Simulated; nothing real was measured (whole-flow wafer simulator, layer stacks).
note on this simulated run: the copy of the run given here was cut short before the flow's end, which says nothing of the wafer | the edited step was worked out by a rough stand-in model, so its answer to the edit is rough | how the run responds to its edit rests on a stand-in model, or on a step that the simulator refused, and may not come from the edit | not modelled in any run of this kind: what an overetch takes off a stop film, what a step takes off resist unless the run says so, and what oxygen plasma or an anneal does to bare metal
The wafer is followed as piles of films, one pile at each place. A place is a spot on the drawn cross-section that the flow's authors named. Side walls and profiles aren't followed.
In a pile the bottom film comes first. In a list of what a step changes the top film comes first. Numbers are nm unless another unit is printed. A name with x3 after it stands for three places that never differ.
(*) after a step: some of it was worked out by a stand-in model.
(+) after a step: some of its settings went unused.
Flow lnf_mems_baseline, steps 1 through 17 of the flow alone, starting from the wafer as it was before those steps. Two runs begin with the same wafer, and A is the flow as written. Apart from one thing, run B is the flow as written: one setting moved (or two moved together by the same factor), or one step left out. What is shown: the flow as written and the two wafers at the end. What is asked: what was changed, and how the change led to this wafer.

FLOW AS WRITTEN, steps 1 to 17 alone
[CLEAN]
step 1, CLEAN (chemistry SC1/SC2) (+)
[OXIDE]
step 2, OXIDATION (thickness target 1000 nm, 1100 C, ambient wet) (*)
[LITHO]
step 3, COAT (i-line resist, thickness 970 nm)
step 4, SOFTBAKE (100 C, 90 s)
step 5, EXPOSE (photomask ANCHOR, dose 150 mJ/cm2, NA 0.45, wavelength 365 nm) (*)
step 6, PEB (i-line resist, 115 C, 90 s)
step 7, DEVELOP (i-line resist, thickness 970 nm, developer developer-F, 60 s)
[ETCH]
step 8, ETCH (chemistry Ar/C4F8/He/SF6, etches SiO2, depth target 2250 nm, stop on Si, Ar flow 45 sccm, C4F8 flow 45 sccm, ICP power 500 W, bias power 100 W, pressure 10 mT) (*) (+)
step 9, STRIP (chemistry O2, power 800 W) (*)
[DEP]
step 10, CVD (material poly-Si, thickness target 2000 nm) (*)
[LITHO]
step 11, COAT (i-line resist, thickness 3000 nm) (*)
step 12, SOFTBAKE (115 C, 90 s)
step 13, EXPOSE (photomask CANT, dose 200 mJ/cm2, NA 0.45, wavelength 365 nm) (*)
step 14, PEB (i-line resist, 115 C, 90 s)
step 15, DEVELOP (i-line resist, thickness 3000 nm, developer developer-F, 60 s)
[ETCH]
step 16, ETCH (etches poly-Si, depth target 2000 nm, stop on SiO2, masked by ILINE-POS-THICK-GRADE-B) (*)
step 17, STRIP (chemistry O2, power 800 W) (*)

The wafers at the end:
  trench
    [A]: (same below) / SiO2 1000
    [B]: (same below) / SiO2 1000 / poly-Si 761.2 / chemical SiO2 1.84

The reason: step 16, ETCH: depth target 1238 nm was run, while the flow as written has depth target 2000 nm.

How this came from the change, step by step:
  step 16, ETCH (etches poly-Si, depth target 2000 nm, stop on SiO2, masked by ILINE-POS-THICK-GRADE-B) (*)
      trench, char_slit: A poly-Si loses 2000 (all of it) | B poly-Si loses 1238
      field, anchor, beam: A i-line resist loses 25 | B i-line resist loses 15.5
  step 17, STRIP (chemistry O2, power 800 W) (*)
      trench, char_slit: A nothing | B chemical SiO2 gains 1.84 (new film), poly-Si loses 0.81
